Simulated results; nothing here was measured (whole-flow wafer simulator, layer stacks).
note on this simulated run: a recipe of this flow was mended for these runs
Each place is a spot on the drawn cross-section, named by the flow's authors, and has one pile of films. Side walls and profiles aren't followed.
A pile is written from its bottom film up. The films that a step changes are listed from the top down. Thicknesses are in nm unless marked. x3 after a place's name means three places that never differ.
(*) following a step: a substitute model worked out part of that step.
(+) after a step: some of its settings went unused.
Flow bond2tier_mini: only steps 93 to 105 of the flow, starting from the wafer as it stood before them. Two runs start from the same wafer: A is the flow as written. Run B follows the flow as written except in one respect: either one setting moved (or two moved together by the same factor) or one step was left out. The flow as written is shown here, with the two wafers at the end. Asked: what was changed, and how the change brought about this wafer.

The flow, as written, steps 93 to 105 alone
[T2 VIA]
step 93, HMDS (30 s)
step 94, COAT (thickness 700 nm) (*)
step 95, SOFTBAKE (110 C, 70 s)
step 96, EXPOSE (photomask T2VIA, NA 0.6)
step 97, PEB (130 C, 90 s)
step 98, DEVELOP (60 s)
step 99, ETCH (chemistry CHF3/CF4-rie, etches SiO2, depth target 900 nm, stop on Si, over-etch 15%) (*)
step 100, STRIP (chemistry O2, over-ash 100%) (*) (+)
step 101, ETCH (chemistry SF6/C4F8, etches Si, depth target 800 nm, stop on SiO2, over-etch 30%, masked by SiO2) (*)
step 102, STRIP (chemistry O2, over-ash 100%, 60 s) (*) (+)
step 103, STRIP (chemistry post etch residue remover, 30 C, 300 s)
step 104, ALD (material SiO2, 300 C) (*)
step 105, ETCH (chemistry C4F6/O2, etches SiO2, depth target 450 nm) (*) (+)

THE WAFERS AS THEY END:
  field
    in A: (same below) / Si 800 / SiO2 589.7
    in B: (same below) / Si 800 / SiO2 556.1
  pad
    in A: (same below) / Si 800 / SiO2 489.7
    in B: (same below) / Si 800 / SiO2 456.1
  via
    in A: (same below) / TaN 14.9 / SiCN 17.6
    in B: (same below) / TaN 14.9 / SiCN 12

Cause: step 105, ETCH: depth target 483.6 nm was run, though the flow has depth target 450 nm.

Step by step, how the change led to this:
  step 105, ETCH (chemistry C4F6/O2, etches SiO2, depth target 450 nm) (*) (+)
      field, pad: A SiO2 loses 450 | B SiO2 loses 483.6
      via: A SiO2 loses 348.1 (all of it), SiCN loses 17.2 | B SiO2 loses 348.1 (all of it), SiCN loses 22.8
